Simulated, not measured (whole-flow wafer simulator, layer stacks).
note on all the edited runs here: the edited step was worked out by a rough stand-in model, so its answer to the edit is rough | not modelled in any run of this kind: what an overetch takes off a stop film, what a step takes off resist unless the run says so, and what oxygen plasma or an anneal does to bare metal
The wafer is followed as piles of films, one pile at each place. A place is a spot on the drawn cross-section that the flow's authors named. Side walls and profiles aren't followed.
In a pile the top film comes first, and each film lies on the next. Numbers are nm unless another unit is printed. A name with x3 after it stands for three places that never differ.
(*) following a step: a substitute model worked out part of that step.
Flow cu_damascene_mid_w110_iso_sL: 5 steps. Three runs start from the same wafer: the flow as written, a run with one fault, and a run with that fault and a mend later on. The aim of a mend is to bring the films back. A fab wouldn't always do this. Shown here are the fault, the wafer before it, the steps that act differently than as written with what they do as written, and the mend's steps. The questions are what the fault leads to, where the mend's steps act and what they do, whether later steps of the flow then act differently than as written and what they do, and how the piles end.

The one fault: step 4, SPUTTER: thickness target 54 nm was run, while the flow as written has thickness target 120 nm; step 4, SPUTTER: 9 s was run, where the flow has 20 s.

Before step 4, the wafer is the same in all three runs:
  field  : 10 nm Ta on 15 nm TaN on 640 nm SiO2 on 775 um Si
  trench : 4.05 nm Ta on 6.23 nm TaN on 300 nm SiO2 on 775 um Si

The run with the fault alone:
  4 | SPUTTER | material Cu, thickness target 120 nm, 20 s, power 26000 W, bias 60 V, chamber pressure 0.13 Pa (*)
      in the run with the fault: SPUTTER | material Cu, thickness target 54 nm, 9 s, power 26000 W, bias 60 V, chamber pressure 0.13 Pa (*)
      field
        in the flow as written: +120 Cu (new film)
        in the run with the fault: +54 Cu (new film)
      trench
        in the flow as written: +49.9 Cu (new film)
        in the run with the fault: +22.5 Cu (new film)
  Later steps of the flow acting differently than as written:
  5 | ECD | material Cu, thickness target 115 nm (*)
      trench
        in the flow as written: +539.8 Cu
        in the run with the fault: +501.3 Cu
  The piles end different from the flow's at field, trench by more than 2% or 0.5 nm, whichever is larger.
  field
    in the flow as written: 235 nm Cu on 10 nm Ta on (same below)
    in the run with the fault: 169 nm Cu on 10 nm Ta on (same below)
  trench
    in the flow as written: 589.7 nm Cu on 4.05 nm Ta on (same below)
    in the run with the fault: 523.7 nm Cu on 4.05 nm Ta on (same below)

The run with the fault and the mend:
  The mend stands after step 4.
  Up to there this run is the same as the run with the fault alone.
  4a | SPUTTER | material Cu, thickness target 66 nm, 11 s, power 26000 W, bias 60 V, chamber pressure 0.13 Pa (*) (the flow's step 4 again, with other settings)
      field
        +66 Cu
      trench
        +23 Cu
  Every later step of the flow that is run acts as written, at every place that is followed, to within 2% or 0.5 nm, whichever is larger.
  The piles end the same as the flow's at every place that both follow.
